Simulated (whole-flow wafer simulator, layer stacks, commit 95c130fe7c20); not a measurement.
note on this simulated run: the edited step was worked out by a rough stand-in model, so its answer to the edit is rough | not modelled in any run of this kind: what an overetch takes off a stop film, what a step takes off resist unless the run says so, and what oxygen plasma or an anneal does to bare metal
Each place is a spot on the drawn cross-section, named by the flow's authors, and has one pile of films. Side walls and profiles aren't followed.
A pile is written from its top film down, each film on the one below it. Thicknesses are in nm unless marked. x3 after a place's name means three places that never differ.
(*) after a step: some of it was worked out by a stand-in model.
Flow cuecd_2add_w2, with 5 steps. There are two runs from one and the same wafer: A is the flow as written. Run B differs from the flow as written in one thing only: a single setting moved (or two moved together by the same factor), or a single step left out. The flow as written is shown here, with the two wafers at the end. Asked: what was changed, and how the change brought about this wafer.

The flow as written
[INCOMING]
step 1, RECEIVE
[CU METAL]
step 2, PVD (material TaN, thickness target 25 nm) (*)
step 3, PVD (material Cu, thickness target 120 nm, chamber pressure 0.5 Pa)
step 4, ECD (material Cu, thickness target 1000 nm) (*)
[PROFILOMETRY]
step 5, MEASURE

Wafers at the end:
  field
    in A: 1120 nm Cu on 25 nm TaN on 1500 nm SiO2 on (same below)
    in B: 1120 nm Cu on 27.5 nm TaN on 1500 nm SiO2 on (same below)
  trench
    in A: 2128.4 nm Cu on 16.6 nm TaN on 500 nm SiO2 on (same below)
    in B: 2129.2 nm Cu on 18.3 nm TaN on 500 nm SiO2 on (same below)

The reason: step 2, PVD: thickness target 27.5 nm was run, whereas the flow has thickness target 25 nm.
One can read it off the wafer: field has TaN 27.5, and step 2 as written asks for 25 nm.

How this came from the change, step by step:
  step 2, PVD (material TaN, thickness target 25 nm) (*)
      field: A +25 TaN (new film) | B +27.5 TaN (new film)
      trench: A +16.6 TaN (new film) | B +18.3 TaN (new film)
